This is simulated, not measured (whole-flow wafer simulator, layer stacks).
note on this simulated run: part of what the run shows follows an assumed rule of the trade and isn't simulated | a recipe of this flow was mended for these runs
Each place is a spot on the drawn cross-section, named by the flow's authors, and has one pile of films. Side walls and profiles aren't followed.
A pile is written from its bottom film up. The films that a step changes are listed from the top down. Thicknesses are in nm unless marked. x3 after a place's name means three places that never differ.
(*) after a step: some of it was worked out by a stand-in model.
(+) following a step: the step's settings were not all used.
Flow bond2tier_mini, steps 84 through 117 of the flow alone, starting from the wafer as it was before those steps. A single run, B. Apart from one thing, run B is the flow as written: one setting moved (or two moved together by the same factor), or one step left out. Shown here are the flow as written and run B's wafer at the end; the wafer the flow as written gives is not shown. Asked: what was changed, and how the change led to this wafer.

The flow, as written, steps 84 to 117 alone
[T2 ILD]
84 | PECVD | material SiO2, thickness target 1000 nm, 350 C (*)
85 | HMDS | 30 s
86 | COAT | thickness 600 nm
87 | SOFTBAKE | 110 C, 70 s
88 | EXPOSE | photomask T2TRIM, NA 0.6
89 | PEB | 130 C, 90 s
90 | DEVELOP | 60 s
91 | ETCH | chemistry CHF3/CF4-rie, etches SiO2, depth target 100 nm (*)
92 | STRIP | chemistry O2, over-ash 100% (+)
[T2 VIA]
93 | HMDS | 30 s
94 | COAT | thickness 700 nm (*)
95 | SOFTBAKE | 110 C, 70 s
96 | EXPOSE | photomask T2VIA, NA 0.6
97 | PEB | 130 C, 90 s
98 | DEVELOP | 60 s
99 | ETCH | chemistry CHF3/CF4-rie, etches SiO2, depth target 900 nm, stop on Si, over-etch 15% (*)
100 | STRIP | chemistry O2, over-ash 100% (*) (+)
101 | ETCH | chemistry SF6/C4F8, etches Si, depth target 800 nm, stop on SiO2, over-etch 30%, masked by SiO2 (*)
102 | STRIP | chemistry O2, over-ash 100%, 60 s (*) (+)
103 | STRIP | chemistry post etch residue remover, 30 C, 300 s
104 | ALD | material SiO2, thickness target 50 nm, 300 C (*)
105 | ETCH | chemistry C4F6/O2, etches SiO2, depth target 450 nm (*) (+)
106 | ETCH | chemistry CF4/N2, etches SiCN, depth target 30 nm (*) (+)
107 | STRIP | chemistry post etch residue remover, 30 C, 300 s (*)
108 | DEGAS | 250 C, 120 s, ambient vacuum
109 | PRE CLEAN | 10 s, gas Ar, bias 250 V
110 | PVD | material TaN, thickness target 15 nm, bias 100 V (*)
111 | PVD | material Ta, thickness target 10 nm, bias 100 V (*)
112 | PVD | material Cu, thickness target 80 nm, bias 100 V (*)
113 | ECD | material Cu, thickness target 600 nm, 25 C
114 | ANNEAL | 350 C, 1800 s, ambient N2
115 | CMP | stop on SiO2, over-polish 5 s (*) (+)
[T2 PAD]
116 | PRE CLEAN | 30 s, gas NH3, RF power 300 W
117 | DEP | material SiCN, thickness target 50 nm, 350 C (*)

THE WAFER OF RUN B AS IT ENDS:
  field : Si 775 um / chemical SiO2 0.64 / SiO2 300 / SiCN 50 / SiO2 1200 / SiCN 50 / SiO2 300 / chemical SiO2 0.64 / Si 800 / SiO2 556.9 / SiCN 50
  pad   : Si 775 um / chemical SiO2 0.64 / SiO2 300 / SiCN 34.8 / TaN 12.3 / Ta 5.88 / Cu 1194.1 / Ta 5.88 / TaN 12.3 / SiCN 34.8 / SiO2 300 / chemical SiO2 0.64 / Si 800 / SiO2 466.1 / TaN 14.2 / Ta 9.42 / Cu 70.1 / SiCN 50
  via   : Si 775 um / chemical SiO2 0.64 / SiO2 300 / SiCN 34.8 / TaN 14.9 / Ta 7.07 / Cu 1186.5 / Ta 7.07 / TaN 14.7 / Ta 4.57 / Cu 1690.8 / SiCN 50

Cause: step 109, PRE CLEAN: 12 s was run, though the flow has 10 s.

The path from the change to this, step by step:
  109 | PRE CLEAN | 10 s, gas Ar, bias 250 V
      field, pad: SiO2 loses 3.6 (as written it would have been: SiO2 loses 3)
      via: TaN loses 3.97 (as written it would have been: TaN loses 3.19)
